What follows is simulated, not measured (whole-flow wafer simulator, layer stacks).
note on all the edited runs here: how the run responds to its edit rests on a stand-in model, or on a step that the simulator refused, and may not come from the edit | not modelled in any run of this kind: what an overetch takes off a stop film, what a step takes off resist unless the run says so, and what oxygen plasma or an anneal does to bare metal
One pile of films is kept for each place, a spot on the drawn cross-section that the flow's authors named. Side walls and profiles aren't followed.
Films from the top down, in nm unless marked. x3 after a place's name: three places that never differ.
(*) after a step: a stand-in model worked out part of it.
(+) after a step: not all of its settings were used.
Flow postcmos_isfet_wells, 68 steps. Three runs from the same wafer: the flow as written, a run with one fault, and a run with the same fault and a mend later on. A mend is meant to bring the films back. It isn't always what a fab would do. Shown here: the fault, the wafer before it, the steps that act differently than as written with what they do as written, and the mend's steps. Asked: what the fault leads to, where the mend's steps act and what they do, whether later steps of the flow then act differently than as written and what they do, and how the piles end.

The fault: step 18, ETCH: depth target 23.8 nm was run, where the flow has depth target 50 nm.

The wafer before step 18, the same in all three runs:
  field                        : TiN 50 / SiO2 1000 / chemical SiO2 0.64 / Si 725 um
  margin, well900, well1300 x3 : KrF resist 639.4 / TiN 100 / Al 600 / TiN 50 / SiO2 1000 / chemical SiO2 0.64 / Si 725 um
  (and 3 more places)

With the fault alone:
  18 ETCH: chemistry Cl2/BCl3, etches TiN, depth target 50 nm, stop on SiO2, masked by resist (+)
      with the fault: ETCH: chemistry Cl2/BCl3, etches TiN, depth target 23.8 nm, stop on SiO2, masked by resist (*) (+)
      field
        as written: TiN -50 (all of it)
        with the fault: TiN -23.8
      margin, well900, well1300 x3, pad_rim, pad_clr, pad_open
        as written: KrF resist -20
        with the fault: KrF resist -9.52
  Later steps of the flow that act differently than as written (2 more steps differ only slightly, by at most 2% or 0.5 nm, whichever is larger, and aren't shown):
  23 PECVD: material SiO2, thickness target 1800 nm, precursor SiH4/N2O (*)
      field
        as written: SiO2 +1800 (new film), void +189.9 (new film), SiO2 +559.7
        with the fault: SiO2 +1800 (new film), void +170.6 (new film), SiO2 +553.2 (new film)
  At the end the piles differ from the flow's by more than 2% or 0.5 nm, whichever is larger, at field.
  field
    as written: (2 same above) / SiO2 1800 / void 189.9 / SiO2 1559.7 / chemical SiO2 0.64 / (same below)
    with the fault: (2 same above) / SiO2 1800 / void 170.6 / SiO2 553.2 / TiN 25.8 / SiO2 1000 / chemical SiO2 0.64 / (same below)

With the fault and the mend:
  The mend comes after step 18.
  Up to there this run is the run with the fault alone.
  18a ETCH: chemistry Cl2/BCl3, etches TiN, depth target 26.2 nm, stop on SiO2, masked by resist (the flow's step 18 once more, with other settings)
      margin, well900, well1300 x3, pad_rim, pad_clr, pad_open
        KrF resist -10.5
      field
        TiN -26.2 (all of it)
  No later step of the flow acts differently than as written at any place that is followed.
  At the end the piles are the same as the flow's at every place that both follow.
